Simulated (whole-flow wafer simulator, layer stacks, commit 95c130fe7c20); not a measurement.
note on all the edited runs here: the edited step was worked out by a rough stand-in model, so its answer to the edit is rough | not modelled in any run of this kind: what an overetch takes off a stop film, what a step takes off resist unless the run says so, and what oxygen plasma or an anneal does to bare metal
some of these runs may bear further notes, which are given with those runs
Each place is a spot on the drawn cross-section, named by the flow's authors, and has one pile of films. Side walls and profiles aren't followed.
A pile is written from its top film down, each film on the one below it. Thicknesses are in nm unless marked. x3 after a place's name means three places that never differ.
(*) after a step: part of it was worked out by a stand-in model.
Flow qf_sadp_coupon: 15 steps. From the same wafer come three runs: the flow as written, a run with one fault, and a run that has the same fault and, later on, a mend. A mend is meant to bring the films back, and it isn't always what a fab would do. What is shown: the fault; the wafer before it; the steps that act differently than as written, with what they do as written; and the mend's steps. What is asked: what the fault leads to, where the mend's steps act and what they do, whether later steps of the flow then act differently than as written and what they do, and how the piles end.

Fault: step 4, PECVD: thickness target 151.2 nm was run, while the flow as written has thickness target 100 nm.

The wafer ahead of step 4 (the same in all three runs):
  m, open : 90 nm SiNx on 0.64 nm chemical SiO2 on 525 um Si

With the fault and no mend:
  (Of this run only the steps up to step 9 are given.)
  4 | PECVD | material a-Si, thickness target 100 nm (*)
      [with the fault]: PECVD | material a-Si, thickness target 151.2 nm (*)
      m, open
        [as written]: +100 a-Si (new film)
        [with the fault]: +151.2 a-Si (new film)
  Later steps of the flow up to step 9 that are run all act as written at every place that is followed.
  The piles after step 9 differ from the flow's at m, open by more than 2% or 0.5 nm, whichever is larger.
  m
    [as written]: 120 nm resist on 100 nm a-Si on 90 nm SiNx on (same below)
    [with the fault]: 120 nm resist on 151.2 nm a-Si on 90 nm SiNx on (same below)
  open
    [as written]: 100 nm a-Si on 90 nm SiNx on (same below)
    [with the fault]: 151.2 nm a-Si on 90 nm SiNx on (same below)

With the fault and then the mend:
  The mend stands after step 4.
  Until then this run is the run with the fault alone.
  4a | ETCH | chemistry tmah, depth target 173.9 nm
      m, open
        -151.2 a-Si (all of it)
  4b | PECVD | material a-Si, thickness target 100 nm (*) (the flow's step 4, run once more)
      m, open
        +100 a-Si (new film)
  Later steps of the flow that are run all act as written at every place that is followed.
  At every place that both follow, the piles at the end match the flow's.
